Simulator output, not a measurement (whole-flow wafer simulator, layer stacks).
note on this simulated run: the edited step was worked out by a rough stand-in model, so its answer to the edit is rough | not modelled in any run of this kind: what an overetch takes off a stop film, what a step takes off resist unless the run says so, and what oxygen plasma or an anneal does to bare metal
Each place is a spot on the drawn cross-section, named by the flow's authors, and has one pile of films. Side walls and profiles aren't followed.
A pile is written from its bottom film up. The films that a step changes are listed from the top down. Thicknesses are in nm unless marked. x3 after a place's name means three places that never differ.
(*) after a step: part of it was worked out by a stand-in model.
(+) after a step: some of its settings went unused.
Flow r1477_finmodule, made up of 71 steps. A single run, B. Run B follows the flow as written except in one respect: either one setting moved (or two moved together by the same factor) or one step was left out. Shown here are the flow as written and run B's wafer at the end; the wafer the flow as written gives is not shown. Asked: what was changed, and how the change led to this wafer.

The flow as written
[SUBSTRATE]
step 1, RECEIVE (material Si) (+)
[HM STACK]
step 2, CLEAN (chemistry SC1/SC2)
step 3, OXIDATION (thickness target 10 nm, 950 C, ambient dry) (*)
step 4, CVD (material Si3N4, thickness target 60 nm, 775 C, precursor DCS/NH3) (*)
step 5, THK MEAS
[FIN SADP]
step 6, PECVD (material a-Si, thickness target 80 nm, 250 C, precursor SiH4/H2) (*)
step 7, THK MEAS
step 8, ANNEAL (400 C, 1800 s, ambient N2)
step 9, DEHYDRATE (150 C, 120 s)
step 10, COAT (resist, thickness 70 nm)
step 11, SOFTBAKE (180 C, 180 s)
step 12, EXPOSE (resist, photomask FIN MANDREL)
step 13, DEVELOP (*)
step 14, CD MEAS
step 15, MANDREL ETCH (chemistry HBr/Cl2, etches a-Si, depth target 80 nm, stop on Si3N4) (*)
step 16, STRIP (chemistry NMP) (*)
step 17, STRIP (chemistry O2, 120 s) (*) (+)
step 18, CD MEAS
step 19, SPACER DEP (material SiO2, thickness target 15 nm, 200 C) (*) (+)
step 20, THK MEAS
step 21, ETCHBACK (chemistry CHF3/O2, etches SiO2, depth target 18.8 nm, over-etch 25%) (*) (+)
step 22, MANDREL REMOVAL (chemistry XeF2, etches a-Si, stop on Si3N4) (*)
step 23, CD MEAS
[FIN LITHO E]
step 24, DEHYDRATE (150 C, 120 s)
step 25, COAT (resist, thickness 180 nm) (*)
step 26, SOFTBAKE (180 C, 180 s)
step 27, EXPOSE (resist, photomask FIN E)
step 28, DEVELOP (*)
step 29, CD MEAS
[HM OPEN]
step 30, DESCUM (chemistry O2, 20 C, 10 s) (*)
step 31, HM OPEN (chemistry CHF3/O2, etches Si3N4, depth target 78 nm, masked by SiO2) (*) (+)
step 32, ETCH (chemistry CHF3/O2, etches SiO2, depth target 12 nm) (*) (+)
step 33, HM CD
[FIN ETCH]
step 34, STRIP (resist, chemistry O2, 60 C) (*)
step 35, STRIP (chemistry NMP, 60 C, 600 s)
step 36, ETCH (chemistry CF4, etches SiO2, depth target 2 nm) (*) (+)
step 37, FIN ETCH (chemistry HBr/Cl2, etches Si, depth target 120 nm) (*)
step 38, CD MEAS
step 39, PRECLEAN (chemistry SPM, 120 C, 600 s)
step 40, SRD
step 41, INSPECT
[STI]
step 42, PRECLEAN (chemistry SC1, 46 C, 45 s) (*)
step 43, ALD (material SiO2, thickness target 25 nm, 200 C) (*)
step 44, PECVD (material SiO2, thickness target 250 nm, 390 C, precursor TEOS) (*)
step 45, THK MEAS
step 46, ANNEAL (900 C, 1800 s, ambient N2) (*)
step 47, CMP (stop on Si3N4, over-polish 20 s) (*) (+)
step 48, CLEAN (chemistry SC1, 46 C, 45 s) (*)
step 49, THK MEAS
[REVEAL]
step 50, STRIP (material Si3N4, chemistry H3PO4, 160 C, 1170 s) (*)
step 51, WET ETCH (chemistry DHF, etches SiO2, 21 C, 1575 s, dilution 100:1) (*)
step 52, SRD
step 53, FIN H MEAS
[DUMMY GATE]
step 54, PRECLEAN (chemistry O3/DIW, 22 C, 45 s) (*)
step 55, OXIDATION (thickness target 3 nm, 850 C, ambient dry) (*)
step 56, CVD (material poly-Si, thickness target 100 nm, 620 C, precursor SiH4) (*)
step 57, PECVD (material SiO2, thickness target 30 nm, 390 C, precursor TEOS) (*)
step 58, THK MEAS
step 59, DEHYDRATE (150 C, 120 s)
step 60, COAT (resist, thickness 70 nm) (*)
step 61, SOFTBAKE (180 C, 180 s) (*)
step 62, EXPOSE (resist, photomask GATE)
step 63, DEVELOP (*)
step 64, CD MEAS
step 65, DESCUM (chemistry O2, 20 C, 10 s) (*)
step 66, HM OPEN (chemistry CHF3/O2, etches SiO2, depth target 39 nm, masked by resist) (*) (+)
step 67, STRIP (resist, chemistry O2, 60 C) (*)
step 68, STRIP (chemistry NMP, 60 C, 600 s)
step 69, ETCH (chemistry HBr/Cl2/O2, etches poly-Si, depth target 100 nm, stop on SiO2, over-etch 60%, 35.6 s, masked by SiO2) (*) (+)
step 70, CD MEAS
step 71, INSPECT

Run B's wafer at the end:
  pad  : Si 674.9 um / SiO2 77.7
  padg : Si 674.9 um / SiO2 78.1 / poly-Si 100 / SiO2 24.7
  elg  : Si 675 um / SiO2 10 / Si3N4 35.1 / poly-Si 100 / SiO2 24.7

The reason: step 37, FIN ETCH: depth target 94.8 nm was run, whereas the flow has depth target 120 nm.

How this came from the change, step by step:
  step 37, FIN ETCH (chemistry HBr/Cl2, etches Si, depth target 120 nm) (*)
      pad, padg, esg and 19 more: Si loses 94.8 (as written it would have been: Si loses 120)
      elg, e40lg, e100lg, e200lg, elo, e40lo, e100lo, e200lo: Si3N4 loses 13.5 (as written it would have been: Si3N4 loses 17.1)
      (also at 6 further places)
  step 43, ALD (material SiO2, thickness target 25 nm, 200 C) (*)
      s40cg, s45cg, s50cg, s40co, s45co, s50co: SiO2 gains 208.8 (new film) (as written it would have been: SiO2 gains 232.1 (new film))
      esg: SiO2 gains 172.7 (new film) (as written it would have been: SiO2 gains 194.3 (new film))
  step 47, CMP (stop on Si3N4, over-polish 20 s) (*) (+)
      pad, padg, e40sg and 11 more: SiO2 loses 97 (as written it would have been: SiO2 loses 71.8)
      eso: SiO2 loses 97.6 (as written it would have been: SiO2 loses 72.4)
  step 51, WET ETCH (chemistry DHF, etches SiO2, 21 C, 1575 s, dilution 100:1) (*)
      elg, e40lg, e100lg, e200lg, elo, e40lo, e100lo, e200lo: SiO2 loses 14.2 (all of it), Si3N4 loses 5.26 (as written it would have been: SiO2 loses 17.8 (all of it), Si3N4 loses 4.97)
  step 56, CVD (material poly-Si, thickness target 100 nm, 620 C, precursor SiH4) (*)
      esg: poly-Si gains 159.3 (new film) (as written it would have been: poly-Si gains 156 (new film))
  step 60, COAT (resist, thickness 70 nm) (*)
      e40sg, eso, e40so: resist gains 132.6 (new film) (as written it would have been: resist gains 129.5 (new film))
      e100sg, e100so: resist gains 132.5 (new film) (as written it would have been: resist gains 129.4 (new film))
      (also at 2 further places)
  step 63, DEVELOP (*)
      eso, e40so: resist loses 132.6 (all of it) (as written it would have been: resist loses 129.5 (all of it))
      e100so: resist loses 132.5 (all of it) (as written it would have been: resist loses 129.4 (all of it))
      (also at 1 further place)
  step 67, STRIP (resist, chemistry O2, 60 C) (*)
      e40sg: resist loses 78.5 (all of it) (as written it would have been: resist loses 75.4 (all of it))
      e100sg: resist loses 78.4 (all of it) (as written it would have been: resist loses 75.3 (all of it))
      (also at 1 further place)
